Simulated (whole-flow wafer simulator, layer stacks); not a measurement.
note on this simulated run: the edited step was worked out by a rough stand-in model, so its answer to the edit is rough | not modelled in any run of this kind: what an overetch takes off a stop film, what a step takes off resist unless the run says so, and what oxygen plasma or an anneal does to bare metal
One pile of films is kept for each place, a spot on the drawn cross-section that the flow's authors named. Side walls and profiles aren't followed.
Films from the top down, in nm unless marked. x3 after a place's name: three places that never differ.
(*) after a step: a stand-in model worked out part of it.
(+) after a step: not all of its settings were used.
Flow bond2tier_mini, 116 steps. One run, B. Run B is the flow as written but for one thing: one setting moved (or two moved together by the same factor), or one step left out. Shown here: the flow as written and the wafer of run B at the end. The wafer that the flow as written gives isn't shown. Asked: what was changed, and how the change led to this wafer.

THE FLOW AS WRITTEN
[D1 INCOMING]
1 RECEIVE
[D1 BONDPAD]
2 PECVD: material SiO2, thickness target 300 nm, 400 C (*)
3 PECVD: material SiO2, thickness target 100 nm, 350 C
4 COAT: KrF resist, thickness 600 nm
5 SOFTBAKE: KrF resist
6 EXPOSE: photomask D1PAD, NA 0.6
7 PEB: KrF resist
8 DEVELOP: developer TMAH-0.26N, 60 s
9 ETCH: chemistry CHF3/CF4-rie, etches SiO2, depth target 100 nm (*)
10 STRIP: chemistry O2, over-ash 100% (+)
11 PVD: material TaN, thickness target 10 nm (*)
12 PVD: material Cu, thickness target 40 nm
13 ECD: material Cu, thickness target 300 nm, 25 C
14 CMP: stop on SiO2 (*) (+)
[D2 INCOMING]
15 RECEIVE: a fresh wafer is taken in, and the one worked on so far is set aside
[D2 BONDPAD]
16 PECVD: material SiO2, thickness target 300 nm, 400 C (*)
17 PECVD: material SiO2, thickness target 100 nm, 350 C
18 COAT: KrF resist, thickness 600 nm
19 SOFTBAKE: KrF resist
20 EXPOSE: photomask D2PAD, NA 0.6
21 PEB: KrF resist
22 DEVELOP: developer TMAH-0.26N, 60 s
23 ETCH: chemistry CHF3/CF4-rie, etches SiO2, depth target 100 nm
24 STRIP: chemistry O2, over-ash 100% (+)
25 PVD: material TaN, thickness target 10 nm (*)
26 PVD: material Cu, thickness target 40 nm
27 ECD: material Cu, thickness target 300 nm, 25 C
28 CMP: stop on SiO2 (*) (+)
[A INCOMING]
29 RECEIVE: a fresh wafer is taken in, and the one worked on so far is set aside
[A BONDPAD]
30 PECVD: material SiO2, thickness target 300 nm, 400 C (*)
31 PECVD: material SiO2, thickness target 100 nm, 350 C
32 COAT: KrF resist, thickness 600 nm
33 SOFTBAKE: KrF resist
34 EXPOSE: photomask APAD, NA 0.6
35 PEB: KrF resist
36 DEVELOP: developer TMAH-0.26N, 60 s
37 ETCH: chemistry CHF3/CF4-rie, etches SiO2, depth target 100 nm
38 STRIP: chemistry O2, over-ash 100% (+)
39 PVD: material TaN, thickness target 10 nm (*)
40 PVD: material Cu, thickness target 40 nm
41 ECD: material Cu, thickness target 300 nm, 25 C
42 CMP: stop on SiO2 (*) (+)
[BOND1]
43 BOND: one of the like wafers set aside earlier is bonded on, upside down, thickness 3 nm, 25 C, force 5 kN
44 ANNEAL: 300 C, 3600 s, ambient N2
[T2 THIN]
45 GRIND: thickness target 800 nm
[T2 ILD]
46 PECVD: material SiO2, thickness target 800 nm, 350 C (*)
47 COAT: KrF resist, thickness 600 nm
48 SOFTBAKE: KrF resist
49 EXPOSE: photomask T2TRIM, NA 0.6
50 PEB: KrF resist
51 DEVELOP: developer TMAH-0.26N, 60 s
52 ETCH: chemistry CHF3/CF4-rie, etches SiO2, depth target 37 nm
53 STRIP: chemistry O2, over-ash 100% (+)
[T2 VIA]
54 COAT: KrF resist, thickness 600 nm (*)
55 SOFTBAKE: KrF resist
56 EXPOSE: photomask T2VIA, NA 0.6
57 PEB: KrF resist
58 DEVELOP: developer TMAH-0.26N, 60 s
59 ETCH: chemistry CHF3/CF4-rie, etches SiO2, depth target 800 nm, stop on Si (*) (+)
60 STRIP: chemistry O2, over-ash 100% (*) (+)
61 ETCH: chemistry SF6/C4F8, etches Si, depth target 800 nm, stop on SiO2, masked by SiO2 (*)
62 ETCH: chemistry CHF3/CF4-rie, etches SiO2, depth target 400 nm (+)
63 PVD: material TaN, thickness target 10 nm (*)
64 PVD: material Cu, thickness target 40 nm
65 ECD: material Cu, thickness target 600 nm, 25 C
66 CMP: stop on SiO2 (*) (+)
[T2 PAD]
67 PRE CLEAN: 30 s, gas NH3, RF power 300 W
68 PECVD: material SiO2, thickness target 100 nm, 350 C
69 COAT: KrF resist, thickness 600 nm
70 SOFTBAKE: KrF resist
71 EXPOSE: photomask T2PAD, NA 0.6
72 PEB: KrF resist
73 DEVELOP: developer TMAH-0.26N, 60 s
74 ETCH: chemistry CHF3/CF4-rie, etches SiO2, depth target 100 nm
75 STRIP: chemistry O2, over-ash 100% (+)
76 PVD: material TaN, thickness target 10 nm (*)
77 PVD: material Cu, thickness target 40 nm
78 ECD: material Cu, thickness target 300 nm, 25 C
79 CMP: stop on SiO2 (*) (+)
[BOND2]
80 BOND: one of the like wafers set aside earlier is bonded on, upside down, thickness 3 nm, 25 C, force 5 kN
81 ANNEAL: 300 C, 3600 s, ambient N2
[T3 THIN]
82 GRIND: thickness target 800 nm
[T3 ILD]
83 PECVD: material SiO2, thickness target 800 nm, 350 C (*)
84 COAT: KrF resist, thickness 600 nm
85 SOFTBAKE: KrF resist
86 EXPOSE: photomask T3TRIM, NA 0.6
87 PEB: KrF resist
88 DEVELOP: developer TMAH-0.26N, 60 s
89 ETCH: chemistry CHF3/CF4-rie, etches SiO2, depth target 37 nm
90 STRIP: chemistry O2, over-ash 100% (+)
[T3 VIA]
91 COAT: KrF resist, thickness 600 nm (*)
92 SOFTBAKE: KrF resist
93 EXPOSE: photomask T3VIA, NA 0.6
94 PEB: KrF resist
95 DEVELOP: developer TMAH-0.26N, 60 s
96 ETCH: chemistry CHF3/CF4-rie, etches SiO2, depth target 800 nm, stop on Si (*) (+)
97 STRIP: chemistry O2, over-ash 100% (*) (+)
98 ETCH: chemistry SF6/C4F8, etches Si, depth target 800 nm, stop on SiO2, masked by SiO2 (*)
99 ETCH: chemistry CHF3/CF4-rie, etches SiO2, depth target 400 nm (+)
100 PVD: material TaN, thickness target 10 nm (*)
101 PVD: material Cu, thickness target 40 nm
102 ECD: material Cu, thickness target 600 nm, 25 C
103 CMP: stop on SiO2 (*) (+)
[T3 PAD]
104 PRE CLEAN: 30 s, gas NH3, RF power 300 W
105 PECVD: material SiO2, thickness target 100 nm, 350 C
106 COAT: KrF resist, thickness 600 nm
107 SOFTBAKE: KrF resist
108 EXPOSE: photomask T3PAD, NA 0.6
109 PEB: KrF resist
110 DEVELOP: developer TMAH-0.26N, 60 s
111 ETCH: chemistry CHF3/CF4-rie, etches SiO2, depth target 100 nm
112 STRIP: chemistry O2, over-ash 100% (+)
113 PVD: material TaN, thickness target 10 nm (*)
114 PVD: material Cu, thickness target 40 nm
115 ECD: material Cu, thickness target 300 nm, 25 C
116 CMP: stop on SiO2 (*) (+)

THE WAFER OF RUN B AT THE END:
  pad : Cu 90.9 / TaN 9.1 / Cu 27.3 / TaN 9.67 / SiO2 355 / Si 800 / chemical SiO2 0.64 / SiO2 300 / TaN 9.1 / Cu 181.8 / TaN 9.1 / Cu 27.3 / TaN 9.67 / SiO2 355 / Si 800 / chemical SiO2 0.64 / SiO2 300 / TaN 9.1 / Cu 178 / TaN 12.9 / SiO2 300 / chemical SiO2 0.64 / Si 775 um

The cause: step 39, PVD: thickness target 14.2 nm was run, where the flow has thickness target 10 nm.

How the change led to this, step by step:
  39 PVD: material TaN, thickness target 10 nm (*)
      field: TaN +14.2 (new film) (as written it would be: TaN +10 (new film))
      pad: TaN +12.9 (new film) (as written it would be: TaN +9.1 (new film))
      (and at 1 more place)
  42 CMP: stop on SiO2 (*) (+)
      field: Cu -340 (all of it), TaN -14.2 (all of it) (as written it would be: Cu -340 (all of it), TaN -10 (all of it))
